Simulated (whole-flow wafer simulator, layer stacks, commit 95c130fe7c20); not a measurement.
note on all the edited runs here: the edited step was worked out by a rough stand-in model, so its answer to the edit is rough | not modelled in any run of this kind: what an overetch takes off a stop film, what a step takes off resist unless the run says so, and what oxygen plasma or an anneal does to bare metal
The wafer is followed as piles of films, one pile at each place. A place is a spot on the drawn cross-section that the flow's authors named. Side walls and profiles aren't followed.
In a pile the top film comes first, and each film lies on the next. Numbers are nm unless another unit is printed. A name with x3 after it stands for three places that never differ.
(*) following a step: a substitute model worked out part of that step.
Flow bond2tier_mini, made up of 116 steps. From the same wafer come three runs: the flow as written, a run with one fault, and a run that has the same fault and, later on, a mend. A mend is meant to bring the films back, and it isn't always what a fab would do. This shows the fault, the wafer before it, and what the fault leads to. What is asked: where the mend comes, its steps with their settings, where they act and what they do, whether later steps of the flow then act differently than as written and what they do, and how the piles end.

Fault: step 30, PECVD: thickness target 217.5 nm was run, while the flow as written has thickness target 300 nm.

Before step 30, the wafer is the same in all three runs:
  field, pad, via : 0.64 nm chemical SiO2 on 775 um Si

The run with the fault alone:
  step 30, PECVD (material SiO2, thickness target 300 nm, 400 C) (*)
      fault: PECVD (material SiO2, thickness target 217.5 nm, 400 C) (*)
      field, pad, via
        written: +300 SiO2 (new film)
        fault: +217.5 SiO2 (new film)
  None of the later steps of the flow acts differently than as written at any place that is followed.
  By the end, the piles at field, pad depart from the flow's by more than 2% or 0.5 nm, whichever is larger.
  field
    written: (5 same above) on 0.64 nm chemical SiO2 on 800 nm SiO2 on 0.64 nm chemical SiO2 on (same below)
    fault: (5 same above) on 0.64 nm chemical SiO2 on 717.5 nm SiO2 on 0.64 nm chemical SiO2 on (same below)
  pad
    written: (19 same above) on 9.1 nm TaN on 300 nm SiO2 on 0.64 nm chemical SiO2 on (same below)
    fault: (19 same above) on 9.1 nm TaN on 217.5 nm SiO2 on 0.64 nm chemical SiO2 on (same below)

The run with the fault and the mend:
  After step 30 comes the mend.
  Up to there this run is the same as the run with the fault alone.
  step 30a, PECVD (material SiO2, thickness target 82.5 nm, 400 C) (a further turn of the flow's step 30, with different settings)
      field, pad, via
        +82.5 SiO2
  None of the later steps of the flow acts differently than as written at any place that is followed.
  The piles end the same as the flow's at every place that both follow.
